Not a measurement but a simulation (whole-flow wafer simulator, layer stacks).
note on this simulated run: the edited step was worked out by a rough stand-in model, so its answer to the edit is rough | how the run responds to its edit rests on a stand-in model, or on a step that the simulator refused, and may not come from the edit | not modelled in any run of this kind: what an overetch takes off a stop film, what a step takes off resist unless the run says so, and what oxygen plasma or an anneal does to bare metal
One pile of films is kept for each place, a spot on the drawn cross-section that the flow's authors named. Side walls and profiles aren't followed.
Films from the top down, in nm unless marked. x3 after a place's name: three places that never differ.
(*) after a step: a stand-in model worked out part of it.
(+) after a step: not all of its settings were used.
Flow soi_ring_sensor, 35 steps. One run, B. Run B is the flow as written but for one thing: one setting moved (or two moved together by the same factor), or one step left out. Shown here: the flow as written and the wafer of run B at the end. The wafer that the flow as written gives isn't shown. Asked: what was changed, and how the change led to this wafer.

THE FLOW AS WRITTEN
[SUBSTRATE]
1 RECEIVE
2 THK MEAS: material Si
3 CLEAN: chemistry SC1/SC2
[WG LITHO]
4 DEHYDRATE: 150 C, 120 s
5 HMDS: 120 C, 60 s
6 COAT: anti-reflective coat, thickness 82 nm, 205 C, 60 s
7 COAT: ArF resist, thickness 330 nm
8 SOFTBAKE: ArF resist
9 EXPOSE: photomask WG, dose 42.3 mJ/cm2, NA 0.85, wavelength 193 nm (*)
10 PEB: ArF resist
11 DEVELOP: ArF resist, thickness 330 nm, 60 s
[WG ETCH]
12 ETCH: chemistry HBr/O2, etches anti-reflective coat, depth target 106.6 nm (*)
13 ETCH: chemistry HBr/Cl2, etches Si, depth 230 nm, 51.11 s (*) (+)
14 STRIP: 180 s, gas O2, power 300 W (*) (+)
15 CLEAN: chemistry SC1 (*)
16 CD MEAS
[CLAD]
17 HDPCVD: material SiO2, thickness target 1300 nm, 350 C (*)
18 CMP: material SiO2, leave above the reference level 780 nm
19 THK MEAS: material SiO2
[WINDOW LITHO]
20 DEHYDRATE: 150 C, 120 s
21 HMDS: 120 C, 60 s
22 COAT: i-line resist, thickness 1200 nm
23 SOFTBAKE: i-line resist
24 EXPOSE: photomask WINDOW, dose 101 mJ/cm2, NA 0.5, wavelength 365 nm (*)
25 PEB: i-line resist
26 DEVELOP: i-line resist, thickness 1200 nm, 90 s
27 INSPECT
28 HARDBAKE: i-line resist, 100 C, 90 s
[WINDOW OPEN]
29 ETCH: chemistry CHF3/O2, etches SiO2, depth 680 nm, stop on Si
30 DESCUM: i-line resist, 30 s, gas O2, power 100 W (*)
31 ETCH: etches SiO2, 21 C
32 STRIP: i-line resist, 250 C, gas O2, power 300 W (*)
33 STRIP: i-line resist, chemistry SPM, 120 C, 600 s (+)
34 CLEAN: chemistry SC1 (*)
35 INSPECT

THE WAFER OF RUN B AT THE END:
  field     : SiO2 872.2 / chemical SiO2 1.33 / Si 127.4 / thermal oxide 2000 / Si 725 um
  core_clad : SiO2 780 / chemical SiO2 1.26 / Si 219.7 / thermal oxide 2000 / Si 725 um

The cause: step 13, ETCH: depth 92 nm was run, where the flow has depth 230 nm; step 13, ETCH: 20.44 s was run, where the flow has 51.11 s.

How the change led to this, step by step:
  13 ETCH: chemistry HBr/Cl2, etches Si, depth 230 nm, 51.11 s (*) (+)
      gap, window, field, gap_clad: Si -92 (as written it would be: Si -220 (all of it), thermal oxide -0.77)
      core, core_clad: ArF resist -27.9 (as written it would be: ArF resist -69.7)
  14 STRIP: 180 s, gas O2, power 300 W (*) (+)
      gap, window, field, gap_clad: chemical SiO2 +1.33 (new film), Si -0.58 (as written it would be: nothing)
      core, core_clad: ArF resist -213 (all of it), anti-reflective coat -82 (all of it), chemical SiO2 +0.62, Si -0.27 (as written it would be: ArF resist -171.2 (all of it), anti-reflective coat -82 (all of it), chemical SiO2 +0.63, Si -0.28)
  18 CMP: material SiO2, leave above the reference level 780 nm
      gap, window, field, gap_clad: SiO2 -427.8 (as written it would be: SiO2 -298.2)
